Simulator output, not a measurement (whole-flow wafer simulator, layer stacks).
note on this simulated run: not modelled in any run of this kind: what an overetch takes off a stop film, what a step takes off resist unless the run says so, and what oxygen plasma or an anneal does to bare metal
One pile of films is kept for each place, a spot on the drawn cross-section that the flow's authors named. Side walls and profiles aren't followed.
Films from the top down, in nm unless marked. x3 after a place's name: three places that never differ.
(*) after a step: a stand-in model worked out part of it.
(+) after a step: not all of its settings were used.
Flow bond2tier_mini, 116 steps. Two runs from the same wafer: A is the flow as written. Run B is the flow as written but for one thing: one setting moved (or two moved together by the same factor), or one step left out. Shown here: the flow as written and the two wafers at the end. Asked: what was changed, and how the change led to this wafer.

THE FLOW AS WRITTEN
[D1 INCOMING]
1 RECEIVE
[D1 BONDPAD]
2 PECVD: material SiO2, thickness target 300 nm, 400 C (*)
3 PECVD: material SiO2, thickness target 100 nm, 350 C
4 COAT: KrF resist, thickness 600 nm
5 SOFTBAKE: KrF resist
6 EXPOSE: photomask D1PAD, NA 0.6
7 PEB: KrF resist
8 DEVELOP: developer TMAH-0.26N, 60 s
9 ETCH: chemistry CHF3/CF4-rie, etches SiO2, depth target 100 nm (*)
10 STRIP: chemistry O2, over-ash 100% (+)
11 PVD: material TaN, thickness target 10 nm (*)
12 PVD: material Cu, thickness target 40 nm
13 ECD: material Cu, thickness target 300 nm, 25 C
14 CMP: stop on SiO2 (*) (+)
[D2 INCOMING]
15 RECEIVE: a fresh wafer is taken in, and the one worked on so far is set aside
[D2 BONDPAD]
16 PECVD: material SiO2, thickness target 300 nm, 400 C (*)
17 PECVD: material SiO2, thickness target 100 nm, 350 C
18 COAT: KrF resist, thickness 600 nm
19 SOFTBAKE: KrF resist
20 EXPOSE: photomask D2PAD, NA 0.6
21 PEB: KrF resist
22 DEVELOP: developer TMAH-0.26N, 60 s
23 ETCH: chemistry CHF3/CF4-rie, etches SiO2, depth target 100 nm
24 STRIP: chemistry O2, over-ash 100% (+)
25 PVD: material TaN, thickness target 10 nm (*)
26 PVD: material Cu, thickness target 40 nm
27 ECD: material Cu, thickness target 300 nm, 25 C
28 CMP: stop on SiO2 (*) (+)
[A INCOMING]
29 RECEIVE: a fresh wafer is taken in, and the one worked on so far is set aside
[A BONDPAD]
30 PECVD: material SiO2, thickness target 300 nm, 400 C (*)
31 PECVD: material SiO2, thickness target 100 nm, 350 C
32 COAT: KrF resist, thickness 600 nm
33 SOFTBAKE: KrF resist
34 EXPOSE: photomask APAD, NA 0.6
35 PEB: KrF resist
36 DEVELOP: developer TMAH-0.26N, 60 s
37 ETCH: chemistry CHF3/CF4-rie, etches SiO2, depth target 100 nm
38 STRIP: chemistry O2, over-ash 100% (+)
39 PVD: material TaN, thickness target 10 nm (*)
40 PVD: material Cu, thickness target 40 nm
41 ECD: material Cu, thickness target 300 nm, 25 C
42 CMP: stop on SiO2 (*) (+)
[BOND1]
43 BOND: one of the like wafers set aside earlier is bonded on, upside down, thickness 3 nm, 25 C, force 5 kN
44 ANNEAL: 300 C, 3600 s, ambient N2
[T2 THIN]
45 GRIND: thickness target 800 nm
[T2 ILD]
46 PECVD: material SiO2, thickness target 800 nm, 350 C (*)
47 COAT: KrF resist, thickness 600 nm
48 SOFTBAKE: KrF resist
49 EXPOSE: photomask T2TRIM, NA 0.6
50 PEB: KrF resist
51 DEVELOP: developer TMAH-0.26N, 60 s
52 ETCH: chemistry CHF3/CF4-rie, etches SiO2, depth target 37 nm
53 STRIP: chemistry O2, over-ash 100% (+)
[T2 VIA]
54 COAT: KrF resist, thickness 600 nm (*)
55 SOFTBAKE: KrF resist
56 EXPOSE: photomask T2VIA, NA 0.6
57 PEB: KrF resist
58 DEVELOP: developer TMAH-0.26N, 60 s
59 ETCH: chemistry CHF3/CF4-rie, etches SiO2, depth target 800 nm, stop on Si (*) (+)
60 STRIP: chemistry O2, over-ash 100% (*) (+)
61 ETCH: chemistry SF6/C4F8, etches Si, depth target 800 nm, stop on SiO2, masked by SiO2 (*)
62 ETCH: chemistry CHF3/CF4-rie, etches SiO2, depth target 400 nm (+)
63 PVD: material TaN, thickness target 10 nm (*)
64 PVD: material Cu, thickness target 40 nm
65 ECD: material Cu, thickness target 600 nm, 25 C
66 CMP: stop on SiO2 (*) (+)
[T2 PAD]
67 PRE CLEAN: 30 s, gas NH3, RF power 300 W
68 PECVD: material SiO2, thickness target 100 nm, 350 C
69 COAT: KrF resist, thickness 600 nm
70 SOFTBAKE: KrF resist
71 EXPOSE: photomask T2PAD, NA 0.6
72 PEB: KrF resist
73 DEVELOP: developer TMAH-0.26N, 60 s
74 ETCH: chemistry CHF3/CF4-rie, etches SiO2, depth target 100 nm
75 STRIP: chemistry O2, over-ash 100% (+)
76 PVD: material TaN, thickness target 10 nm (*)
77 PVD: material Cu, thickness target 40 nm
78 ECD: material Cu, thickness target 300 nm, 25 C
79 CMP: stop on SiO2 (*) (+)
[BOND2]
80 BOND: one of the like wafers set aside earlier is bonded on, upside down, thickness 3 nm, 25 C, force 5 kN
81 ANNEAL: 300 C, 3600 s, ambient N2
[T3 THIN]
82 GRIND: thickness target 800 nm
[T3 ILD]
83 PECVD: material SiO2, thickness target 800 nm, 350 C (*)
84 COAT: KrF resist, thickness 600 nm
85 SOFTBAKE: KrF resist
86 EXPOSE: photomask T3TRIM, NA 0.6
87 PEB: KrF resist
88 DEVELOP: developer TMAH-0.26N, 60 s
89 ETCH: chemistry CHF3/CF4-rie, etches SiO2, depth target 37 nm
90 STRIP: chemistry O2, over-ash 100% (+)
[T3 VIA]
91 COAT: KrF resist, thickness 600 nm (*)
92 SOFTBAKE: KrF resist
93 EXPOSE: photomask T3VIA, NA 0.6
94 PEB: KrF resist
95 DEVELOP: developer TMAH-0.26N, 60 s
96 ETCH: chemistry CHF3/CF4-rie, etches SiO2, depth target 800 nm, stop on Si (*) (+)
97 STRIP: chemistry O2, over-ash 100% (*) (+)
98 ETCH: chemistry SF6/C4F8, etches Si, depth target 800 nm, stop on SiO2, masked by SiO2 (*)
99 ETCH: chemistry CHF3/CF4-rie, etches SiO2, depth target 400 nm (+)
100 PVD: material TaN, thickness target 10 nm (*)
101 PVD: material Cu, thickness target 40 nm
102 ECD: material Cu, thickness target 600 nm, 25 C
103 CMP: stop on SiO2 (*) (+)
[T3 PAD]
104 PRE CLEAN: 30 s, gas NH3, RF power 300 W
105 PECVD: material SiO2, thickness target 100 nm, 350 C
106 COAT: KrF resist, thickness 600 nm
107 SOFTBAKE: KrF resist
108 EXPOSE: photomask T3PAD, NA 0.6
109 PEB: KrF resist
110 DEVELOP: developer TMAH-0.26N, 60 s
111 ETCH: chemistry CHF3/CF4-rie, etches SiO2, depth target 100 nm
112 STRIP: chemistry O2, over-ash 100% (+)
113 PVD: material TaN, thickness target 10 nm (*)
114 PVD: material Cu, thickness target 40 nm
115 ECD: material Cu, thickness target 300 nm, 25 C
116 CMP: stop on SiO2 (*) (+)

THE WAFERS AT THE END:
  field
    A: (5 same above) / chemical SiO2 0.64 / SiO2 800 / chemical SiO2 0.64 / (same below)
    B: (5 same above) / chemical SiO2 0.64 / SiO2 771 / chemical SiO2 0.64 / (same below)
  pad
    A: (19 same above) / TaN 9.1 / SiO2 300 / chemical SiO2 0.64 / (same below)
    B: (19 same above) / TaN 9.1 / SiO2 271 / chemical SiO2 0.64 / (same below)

The cause: step 31, PECVD: thickness target 71 nm was run, where the flow has thickness target 100 nm.

How the change led to this, step by step:
  31 PECVD: material SiO2, thickness target 100 nm, 350 C
      field, pad, via: A SiO2 +100 | B SiO2 +71
